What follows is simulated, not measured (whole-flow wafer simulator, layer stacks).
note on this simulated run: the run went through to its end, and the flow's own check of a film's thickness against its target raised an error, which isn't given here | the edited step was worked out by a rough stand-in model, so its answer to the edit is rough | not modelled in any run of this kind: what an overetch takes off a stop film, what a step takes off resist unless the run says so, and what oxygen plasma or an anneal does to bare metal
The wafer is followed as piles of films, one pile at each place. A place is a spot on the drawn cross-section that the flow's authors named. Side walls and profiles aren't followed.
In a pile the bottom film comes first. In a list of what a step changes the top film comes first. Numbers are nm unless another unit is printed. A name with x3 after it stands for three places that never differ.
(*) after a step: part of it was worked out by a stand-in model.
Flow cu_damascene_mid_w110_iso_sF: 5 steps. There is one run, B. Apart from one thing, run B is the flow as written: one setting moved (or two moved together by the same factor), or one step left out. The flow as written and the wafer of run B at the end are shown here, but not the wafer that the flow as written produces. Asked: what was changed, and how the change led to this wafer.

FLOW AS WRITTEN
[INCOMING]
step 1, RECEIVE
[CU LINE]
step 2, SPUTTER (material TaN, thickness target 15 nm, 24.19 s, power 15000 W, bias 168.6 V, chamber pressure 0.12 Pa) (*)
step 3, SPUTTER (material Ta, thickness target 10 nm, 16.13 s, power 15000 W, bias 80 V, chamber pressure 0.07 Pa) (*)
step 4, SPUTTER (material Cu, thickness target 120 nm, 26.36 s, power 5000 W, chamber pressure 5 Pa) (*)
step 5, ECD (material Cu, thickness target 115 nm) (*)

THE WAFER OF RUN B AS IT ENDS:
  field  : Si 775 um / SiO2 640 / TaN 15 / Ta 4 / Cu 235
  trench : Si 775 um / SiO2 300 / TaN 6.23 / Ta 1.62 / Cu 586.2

Cause: step 3, SPUTTER: thickness target 4 nm was run, while the flow as written has thickness target 10 nm; step 3, SPUTTER: 6.45 s was run, where the flow has 16.13 s.
The wafer lets one read it off: field has Ta 4, and step 3 as written asks for 10 nm.

How this came from the change, step by step:
  step 3, SPUTTER (material Ta, thickness target 10 nm, 16.13 s, power 15000 W, bias 80 V, chamber pressure 0.07 Pa) (*)
      field: +4 Ta (new film) (in the flow as written it would be: +10 Ta (new film))
      trench: +1.62 Ta (new film) (in the flow as written it would be: +4.05 Ta (new film))
